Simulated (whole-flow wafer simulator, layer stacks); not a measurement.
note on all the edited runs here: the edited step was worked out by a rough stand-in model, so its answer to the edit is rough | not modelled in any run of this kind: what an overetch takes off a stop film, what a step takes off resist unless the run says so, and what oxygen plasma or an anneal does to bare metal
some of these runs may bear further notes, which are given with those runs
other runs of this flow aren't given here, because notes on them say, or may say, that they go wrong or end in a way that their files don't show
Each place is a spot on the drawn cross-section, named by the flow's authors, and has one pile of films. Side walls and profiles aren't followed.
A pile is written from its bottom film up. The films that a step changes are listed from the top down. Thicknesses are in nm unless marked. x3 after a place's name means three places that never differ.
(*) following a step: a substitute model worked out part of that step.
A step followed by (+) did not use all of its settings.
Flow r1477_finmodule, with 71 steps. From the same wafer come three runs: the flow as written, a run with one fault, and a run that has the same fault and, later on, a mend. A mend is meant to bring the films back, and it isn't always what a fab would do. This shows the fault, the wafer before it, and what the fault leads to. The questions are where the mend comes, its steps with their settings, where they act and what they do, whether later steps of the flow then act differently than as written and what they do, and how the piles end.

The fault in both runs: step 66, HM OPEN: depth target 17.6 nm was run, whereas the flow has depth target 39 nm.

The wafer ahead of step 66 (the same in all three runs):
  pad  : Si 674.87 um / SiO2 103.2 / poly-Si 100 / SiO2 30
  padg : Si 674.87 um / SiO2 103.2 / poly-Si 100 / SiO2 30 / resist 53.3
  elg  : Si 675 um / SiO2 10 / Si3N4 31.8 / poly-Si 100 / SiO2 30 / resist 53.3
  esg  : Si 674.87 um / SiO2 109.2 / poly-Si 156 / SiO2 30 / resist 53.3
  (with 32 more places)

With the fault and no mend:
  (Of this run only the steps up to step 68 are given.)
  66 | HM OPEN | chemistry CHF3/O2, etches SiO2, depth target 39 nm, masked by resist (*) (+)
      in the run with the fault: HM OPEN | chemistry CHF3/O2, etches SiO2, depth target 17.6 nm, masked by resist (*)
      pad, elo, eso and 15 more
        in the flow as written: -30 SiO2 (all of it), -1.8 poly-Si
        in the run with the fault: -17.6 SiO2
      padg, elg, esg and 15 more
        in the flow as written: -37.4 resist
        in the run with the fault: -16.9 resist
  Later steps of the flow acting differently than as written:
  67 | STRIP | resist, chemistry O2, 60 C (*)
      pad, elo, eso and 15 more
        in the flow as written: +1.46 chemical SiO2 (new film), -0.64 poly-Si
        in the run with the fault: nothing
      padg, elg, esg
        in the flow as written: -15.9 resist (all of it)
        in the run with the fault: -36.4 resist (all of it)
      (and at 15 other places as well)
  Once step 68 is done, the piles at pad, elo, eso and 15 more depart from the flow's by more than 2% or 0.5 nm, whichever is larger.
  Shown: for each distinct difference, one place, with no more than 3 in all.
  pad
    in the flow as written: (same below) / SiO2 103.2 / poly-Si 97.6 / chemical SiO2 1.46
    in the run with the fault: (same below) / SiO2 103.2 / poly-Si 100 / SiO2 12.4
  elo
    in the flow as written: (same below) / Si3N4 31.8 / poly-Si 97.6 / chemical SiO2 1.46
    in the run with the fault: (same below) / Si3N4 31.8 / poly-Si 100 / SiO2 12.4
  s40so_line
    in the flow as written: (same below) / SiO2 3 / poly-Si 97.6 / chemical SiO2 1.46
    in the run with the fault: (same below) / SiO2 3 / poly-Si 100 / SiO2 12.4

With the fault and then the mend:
  The mend follows step 67.
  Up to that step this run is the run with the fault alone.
  67a | DEHYDRATE | 150 C, 120 s (the flow's step 59, run once more)
      leaves every film unchanged at each place that is followed
  67b | COAT | resist, thickness 70 nm (*) (the flow's step 60, run once more)
      e40lg, e100lg, e200lg, elo, e40lo, e100lo, e200lo
        +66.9 resist (new film)
      s40sg, s45sg, s40so, s45so
        +91 resist (new film)
      s40sg_line, s45sg_line, s40so_line, s45so_line
        +68.5 resist (new film)
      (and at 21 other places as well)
  67c | SOFTBAKE | 180 C, 180 s (*) (the flow's step 61, run once more)
      leaves every film unchanged at each place that is followed
  67d | EXPOSE | resist, photomask GATE (the flow's step 62, run once more)
      leaves every film unchanged at each place that is followed
  67e | DEVELOP (*) (the flow's step 63, run once more)
      elo, e40lo, e100lo, e200lo
        -66.9 resist (all of it)
      eso, e40so
        -129.5 resist (all of it)
      s40so, s45so
        -91 resist (all of it)
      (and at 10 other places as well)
  67f | DESCUM | chemistry O2, 20 C, 10 s (*) (the flow's step 65, run once more)
      padg, elg, esg and 15 more
        -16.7 resist
  67g | HM OPEN | chemistry CHF3/O2, etches SiO2, depth target 21.4 nm, masked by resist (*) (+) (the flow's step 66, run once more with other settings)
      pad, elo, eso and 15 more
        -12.4 SiO2 (all of it), -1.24 poly-Si
      padg, elg, esg and 15 more
        -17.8 resist
  67h | STRIP | resist, chemistry O2, 60 C (*) (the flow's step 67, run once more)
      pad, elo, eso and 15 more
        +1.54 chemical SiO2 (new film), -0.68 poly-Si
      e40lg, e100lg, e200lg
        -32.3 resist (all of it)
      elg, esg
        -35.4 resist (all of it)
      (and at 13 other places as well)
  None of the later steps of the flow differs from how it acts as written, at any place that is followed, by more than 2% or 0.5 nm, whichever is larger.
  The piles end only slightly different from the flow's at the places that both follow, by no more than 2% or 0.5 nm, whichever is larger.
